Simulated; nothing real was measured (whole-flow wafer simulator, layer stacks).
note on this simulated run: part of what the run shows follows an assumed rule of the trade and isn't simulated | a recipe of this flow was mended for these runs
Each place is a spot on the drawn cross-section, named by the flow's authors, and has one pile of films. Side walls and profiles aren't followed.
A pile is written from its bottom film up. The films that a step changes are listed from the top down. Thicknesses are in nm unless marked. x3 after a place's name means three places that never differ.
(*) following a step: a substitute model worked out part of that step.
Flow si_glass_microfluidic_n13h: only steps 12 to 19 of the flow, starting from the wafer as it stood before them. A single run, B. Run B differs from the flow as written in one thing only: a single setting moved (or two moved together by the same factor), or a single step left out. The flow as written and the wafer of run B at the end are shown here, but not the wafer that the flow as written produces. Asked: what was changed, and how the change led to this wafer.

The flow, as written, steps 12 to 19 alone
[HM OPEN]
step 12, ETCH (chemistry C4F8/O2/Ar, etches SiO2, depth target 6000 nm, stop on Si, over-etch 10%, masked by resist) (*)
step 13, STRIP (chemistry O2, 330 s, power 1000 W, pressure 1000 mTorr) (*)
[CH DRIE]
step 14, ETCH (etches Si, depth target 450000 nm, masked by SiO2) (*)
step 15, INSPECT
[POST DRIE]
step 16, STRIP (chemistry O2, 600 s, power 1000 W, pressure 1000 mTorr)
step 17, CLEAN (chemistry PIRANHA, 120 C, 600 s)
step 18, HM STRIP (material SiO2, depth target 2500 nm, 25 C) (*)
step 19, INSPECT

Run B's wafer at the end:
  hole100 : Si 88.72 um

What caused this: step 12, ETCH: depth target 6864 nm was run, though the flow has depth target 6000 nm.

The path from the change to this, step by step:
  step 12, ETCH (chemistry C4F8/O2/Ar, etches SiO2, depth target 6000 nm, stop on Si, over-etch 10%, masked by resist) (*)
      land: thick-i-line-resist loses 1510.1 (as written it would have been: thick-i-line-resist loses 1320)
      hole100: SiO2 loses 6000 (all of it), Si loses 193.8 (as written it would have been: SiO2 loses 6000 (all of it), Si loses 75)
  step 13, STRIP (chemistry O2, 330 s, power 1000 W, pressure 1000 mTorr) (*)
      land: thick-i-line-resist loses 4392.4 (all of it) (as written it would have been: thick-i-line-resist loses 4582.5 (all of it))
